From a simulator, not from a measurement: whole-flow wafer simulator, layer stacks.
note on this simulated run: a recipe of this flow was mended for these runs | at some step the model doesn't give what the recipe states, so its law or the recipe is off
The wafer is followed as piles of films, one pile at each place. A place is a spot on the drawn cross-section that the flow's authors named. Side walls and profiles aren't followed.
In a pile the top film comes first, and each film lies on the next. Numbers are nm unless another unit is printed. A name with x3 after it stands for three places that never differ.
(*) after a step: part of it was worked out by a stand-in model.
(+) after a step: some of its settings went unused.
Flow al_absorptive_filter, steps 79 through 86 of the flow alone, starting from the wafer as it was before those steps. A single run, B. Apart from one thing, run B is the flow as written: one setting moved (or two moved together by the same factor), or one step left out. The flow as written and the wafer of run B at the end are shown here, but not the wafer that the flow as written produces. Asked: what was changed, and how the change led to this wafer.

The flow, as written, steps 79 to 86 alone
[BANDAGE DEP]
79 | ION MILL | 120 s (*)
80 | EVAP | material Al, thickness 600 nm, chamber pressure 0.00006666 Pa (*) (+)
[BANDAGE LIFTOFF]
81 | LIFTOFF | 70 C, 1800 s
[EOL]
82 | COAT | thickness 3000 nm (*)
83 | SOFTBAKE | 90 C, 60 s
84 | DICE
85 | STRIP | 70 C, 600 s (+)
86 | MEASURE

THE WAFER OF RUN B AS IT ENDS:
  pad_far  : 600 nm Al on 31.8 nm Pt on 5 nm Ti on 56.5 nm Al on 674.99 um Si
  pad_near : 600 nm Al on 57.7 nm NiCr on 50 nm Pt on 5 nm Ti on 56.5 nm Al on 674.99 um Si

The reason: step 79, ION MILL: 149 s was run, though the flow has 120 s.

The path from the change to this, step by step:
  79 | ION MILL | 120 s (*)
      gnd, ledge, res and 9 more: -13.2 i-line-resist (in the flow as written it would be: -10.7 i-line-resist)
      pad_far: -18.2 Pt (in the flow as written it would be: -14.7 Pt)
      (as well as at 1 more place)
